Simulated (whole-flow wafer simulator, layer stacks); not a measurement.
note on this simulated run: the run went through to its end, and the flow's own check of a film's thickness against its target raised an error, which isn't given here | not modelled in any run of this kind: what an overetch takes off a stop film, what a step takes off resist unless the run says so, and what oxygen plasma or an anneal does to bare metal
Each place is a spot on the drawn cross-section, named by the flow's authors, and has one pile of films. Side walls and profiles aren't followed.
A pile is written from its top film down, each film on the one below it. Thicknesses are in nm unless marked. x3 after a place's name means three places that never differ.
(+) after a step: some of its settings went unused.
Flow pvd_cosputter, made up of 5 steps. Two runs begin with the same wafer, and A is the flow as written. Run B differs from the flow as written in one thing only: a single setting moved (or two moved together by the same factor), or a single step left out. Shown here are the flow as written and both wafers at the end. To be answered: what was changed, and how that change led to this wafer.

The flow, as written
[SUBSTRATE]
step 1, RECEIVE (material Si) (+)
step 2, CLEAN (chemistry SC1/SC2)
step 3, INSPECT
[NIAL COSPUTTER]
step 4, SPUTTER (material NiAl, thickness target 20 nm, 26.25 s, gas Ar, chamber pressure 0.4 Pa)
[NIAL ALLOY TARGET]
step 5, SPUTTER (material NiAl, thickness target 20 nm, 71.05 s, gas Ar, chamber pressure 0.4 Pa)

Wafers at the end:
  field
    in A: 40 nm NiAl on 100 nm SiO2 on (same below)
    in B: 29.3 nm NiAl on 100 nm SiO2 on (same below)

The reason: step 4, SPUTTER: thickness target 9.28 nm was run, whereas the flow has thickness target 20 nm; step 4, SPUTTER: 12.18 s was run, where the flow has 26.25 s.

The path from the change to this, step by step:
  step 4, SPUTTER (material NiAl, thickness target 20 nm, 26.25 s, gas Ar, chamber pressure 0.4 Pa)
      field: A +20 NiAl (new film) | B +9.28 NiAl (new film)
